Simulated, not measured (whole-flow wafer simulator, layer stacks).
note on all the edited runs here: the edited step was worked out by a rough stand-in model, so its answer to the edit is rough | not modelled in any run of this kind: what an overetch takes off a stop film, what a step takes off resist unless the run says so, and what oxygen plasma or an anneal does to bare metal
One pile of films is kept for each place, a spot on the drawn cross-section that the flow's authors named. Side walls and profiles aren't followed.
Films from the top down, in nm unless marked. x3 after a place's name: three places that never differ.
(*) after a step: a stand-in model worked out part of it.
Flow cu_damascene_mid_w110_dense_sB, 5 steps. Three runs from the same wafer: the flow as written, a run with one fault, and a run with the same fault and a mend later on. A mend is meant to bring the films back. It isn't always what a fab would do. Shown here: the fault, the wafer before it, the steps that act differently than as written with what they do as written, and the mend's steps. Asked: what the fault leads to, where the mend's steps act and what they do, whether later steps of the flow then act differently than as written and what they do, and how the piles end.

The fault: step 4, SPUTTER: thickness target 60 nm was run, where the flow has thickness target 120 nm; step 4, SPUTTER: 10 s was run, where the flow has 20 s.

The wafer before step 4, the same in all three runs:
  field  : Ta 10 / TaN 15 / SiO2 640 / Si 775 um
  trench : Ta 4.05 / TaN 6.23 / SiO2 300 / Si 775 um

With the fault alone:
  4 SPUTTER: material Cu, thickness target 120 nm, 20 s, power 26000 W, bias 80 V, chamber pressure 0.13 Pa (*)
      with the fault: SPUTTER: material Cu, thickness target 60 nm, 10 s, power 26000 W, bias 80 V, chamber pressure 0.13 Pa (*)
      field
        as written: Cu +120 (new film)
        with the fault: Cu +60 (new film)
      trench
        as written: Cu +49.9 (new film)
        with the fault: Cu +25 (new film)
  Later steps of the flow that act differently than as written:
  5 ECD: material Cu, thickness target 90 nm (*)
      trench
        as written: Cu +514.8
        with the fault: Cu +479.8
  At the end the piles differ from the flow's by more than 2% or 0.5 nm, whichever is larger, at field, trench.
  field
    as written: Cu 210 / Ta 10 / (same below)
    with the fault: Cu 150 / Ta 10 / (same below)
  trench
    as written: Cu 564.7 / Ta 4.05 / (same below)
    with the fault: Cu 504.7 / Ta 4.05 / (same below)

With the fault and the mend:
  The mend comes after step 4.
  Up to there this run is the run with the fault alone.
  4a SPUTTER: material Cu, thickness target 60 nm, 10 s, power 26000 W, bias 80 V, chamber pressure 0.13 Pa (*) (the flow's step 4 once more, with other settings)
      field
        Cu +60
      trench
        Cu +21
  No later step of the flow acts differently than as written, at any place that is followed, by more than 2% or 0.5 nm, whichever is larger.
  At the end the piles are the same as the flow's at every place that both follow.
